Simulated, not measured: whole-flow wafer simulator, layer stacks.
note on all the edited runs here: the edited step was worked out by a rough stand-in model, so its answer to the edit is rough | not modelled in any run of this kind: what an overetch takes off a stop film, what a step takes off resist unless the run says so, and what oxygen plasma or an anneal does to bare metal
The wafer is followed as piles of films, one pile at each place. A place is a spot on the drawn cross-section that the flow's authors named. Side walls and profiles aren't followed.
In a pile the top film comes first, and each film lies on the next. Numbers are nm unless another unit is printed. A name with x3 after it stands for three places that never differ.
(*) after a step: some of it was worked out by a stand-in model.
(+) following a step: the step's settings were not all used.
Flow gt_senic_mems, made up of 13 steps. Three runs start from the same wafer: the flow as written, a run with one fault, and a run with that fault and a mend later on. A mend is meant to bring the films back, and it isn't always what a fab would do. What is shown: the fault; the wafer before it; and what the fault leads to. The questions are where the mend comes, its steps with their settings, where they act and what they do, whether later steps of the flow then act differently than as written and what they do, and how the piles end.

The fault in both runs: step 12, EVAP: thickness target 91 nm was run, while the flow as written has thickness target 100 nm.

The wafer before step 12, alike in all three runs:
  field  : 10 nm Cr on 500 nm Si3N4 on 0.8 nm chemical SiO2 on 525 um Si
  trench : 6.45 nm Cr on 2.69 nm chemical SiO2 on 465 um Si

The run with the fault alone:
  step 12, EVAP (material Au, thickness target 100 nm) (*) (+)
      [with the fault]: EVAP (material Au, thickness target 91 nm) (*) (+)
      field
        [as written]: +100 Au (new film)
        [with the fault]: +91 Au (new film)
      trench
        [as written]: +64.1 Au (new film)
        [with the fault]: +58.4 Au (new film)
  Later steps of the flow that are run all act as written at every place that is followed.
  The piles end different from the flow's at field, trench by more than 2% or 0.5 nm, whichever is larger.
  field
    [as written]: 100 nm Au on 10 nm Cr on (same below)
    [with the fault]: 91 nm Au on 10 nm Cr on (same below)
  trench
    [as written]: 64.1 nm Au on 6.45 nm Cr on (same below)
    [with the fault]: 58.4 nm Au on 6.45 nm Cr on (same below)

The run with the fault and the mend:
  After step 13 comes the mend.
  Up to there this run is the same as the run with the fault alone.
  step 13a, EVAP (material Au, thickness target 8.8 nm) (*) (+) (a further turn of the flow's step 12, with different settings)
      field
        +8.8 Au
      trench
        +5.68 Au
  Later steps of the flow that are run all act as written at every place that is followed.
  The piles end only slightly different from the flow's at the places that both follow, by no more than 2% or 0.5 nm, whichever is larger.
